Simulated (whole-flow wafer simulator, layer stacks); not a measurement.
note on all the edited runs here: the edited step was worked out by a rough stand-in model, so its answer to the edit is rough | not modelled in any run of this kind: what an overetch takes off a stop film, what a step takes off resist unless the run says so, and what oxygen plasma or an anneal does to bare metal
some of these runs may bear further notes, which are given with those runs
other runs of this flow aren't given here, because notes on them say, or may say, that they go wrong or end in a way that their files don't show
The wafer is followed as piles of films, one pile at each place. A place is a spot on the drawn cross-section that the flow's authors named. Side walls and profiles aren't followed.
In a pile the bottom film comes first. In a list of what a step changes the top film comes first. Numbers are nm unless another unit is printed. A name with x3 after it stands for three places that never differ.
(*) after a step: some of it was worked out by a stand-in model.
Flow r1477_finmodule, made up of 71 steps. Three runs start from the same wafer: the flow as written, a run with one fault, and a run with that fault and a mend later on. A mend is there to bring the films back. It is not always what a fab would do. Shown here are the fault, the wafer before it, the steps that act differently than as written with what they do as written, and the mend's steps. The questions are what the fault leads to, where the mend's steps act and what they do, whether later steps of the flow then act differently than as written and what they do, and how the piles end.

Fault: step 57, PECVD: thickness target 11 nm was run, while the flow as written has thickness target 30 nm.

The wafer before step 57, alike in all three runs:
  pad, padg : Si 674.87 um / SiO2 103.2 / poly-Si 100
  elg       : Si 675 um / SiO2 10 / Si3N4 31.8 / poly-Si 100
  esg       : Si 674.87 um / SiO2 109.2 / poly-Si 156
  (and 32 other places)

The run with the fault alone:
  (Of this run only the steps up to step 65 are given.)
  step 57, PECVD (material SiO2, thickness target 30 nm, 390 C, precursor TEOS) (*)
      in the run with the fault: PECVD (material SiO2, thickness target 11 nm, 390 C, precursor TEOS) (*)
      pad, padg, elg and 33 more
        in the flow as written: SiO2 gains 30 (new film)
        in the run with the fault: SiO2 gains 11 (new film)
  Later steps of the flow up to step 65 that are run all act as written at every place that is followed, up to a difference of at most 2% or 0.5 nm, whichever is larger.
  After step 65, at pad, padg, elg and 33 more, the piles differ from the flow's by more than 2% or 0.5 nm, whichever is larger.
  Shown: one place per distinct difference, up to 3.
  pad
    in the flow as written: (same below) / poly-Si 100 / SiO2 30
    in the run with the fault: (same below) / poly-Si 100 / SiO2 11
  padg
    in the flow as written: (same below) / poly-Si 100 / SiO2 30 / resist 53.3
    in the run with the fault: (same below) / poly-Si 100 / SiO2 11 / resist 53.3
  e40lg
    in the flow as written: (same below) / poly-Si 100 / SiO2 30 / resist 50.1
    in the run with the fault: (same below) / poly-Si 100 / SiO2 11 / resist 50.1

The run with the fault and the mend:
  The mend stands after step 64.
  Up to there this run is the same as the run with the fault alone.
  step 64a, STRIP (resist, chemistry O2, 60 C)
      padg, elg, esg
        resist loses 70 (all of it)
      e40lg, e100lg, e200lg
        resist loses 66.9 (all of it)
      s40sg, s45sg
        resist loses 91 (all of it)
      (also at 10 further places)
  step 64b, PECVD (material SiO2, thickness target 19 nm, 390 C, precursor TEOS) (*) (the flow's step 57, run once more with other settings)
      pad, padg, elg and 33 more
        SiO2 gains 19
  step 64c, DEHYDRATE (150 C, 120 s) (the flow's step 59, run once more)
      does not change any film at any place that is followed
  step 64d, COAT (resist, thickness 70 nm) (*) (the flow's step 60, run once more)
      e40lg, e100lg, e200lg, elo, e40lo, e100lo, e200lo
        resist gains 66.9 (new film)
      pad, padg, elg, esg
        resist gains 70 (new film)
      s40sg, s45sg, s40so, s45so
        resist gains 91 (new film)
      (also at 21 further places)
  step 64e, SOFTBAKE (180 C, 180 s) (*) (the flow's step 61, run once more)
      does not change any film at any place that is followed
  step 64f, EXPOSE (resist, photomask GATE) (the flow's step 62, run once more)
      does not change any film at any place that is followed
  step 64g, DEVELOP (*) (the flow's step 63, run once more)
      elo, e40lo, e100lo, e200lo
        resist loses 66.9 (all of it)
      eso, e40so
        resist loses 129.5 (all of it)
      s40so, s45so
        resist loses 91 (all of it)
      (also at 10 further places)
  Later steps of the flow that are run all act as written at every place that is followed.
  The piles end the same as the flow's at every place that both follow.
